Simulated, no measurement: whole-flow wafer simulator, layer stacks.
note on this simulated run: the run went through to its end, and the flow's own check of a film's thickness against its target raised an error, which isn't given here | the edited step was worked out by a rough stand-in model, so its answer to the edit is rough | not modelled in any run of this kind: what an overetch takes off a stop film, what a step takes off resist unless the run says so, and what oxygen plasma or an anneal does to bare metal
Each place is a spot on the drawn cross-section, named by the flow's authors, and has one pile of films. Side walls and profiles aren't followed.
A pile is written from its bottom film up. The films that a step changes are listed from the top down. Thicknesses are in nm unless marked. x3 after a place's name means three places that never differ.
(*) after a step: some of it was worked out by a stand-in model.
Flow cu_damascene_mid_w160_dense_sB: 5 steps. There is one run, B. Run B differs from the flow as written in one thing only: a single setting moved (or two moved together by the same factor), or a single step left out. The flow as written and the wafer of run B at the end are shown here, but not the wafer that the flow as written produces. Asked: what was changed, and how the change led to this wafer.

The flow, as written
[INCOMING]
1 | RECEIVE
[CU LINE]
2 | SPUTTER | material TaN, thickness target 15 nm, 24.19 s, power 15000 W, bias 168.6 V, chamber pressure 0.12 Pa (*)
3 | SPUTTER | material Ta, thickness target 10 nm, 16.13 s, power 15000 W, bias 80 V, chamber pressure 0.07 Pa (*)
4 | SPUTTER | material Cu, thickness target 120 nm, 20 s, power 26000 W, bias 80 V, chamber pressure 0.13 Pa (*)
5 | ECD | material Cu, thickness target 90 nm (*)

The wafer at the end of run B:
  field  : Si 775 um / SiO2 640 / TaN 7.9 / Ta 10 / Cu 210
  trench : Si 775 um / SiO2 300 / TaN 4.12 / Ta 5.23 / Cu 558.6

The reason: step 2, SPUTTER: thickness target 7.9 nm was run, whereas the flow has thickness target 15 nm; step 2, SPUTTER: 12.7 s was run, where the flow has 24.19 s.
The wafer itself shows it: field has TaN 7.9, and step 2 as written asks for 15 nm.

Step by step, how the change led to this:
  2 | SPUTTER | material TaN, thickness target 15 nm, 24.19 s, power 15000 W, bias 168.6 V, chamber pressure 0.12 Pa (*)
      field: TaN gains 7.9 (new film) (as written it would have been: TaN gains 15 (new film))
      trench: TaN gains 4.12 (new film) (as written it would have been: TaN gains 7.82 (new film))
